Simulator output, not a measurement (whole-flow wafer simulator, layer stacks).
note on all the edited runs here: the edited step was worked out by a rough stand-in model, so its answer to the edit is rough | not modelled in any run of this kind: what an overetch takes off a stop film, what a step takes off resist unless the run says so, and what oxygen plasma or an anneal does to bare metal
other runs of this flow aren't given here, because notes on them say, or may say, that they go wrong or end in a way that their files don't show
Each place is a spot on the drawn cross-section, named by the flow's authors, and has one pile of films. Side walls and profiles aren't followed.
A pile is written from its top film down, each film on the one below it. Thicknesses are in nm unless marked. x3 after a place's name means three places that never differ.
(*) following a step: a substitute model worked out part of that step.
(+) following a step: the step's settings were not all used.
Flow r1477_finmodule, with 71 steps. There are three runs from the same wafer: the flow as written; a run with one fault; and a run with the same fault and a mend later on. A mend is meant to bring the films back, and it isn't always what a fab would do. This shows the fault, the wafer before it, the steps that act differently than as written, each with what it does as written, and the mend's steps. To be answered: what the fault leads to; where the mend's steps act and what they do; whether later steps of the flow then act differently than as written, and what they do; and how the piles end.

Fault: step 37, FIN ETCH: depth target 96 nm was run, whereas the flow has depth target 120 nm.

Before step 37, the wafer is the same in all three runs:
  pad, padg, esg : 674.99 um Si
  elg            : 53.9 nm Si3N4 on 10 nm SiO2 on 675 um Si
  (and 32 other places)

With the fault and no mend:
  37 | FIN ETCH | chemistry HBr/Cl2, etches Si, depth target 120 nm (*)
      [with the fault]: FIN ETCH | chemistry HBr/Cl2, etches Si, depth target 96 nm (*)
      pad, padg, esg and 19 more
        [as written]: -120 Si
        [with the fault]: -96 Si
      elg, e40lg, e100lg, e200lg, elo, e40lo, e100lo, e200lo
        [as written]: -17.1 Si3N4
        [with the fault]: -13.7 Si3N4
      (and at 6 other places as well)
  Steps later in the flow that act otherwise than as written (not shown: 4 more steps that differ only slightly, by at most 2% or 0.5 nm, whichever is larger):
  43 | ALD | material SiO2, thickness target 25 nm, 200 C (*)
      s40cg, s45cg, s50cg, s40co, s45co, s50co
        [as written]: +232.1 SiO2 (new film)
        [with the fault]: +209.9 SiO2 (new film)
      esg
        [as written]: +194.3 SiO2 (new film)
        [with the fault]: +173.7 SiO2 (new film)
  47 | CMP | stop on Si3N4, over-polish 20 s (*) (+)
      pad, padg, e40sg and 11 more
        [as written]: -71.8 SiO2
        [with the fault]: -95.8 SiO2
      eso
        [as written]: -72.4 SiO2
        [with the fault]: -96.4 SiO2
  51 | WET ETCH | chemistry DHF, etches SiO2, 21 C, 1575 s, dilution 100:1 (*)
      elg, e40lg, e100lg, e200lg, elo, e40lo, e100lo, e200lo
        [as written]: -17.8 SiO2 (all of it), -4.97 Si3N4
        [with the fault]: -14.4 SiO2 (all of it), -5.25 Si3N4
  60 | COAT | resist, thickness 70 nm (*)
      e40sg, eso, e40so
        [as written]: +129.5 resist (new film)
        [with the fault]: +132.4 resist (new film)
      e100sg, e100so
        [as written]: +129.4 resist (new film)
        [with the fault]: +132.4 resist (new film)
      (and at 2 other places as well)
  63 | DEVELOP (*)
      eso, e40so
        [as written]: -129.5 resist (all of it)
        [with the fault]: -132.4 resist (all of it)
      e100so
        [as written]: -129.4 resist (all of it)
        [with the fault]: -132.4 resist (all of it)
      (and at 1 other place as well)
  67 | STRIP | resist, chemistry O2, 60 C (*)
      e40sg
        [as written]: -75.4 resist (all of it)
        [with the fault]: -78.3 resist (all of it)
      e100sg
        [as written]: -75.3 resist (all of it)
        [with the fault]: -78.3 resist (all of it)
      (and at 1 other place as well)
  At pad, padg, elg and 27 more, the piles at the end differ from the flow's by more than 2% or 0.5 nm, whichever is larger.
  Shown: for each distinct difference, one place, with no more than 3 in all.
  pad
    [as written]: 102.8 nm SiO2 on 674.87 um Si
    [with the fault]: 78.9 nm SiO2 on 674.9 um Si
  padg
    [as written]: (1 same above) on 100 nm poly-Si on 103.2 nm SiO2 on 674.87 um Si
    [with the fault]: (1 same above) on 100 nm poly-Si on 79.3 nm SiO2 on 674.9 um Si
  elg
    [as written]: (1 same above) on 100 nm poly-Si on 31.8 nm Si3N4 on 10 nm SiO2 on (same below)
    [with the fault]: (1 same above) on 100 nm poly-Si on 34.9 nm Si3N4 on 10 nm SiO2 on (same below)

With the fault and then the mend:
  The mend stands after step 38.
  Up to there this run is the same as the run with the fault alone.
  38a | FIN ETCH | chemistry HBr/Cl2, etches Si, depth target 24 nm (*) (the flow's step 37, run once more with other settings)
      pad, padg, esg and 19 more
        -24 Si
      elg, e40lg, e100lg, e200lg, elo, e40lo, e100lo, e200lo
        -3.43 Si3N4
      s40sg_line, s45sg_line, s50sg_line, s40so_line, s45so_line, s50so_line
        -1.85 SiO2
  None of the later steps of the flow acts differently than as written at any place that is followed.
  By the end, the piles equal the flow's at every place that both follow.
